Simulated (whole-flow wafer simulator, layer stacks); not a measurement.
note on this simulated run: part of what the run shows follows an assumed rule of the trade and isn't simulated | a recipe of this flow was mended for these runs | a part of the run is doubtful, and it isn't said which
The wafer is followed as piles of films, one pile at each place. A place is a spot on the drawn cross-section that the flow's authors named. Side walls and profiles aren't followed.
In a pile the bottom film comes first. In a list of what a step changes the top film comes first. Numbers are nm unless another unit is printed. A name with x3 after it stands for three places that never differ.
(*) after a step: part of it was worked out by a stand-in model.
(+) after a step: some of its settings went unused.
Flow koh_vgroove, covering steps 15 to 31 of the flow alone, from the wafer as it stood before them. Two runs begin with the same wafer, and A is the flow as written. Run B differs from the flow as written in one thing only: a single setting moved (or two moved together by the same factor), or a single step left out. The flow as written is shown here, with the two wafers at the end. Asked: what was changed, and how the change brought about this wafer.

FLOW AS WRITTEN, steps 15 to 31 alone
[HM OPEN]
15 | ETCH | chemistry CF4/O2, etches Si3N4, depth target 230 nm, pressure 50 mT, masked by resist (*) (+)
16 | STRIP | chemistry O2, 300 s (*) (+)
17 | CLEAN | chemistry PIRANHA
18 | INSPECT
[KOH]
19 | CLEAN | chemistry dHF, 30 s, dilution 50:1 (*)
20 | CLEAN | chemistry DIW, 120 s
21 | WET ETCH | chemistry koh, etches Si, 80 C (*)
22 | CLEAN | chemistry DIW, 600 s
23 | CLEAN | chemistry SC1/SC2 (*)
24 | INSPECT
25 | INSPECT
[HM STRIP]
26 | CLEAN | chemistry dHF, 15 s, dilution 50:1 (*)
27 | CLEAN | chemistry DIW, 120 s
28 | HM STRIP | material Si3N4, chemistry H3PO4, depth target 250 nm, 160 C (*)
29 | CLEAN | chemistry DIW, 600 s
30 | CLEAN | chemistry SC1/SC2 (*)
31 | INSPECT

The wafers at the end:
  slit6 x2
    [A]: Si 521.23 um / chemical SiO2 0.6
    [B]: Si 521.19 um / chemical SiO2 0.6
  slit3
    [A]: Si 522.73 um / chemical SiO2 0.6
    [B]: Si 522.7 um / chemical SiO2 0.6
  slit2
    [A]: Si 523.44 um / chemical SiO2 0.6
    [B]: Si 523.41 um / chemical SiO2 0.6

Cause: step 15, ETCH: depth target 264.5 nm was run, though the flow has depth target 230 nm.

How this came from the change, step by step:
  15 | ETCH | chemistry CF4/O2, etches Si3N4, depth target 230 nm, pressure 50 mT, masked by resist (*) (+)
      slit3, slit2, slit6 x2: A -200 Si3N4 (all of it), -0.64 chemical SiO2 (all of it), -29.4 Si | B -200 Si3N4 (all of it), -0.64 chemical SiO2 (all of it), -63.9 Si
      field: A -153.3 i-line-resist | B -176.3 i-line-resist
  16 | STRIP | chemistry O2, 300 s (*) (+)
      field: A -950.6 i-line-resist (all of it) | B -927.6 i-line-resist (all of it)
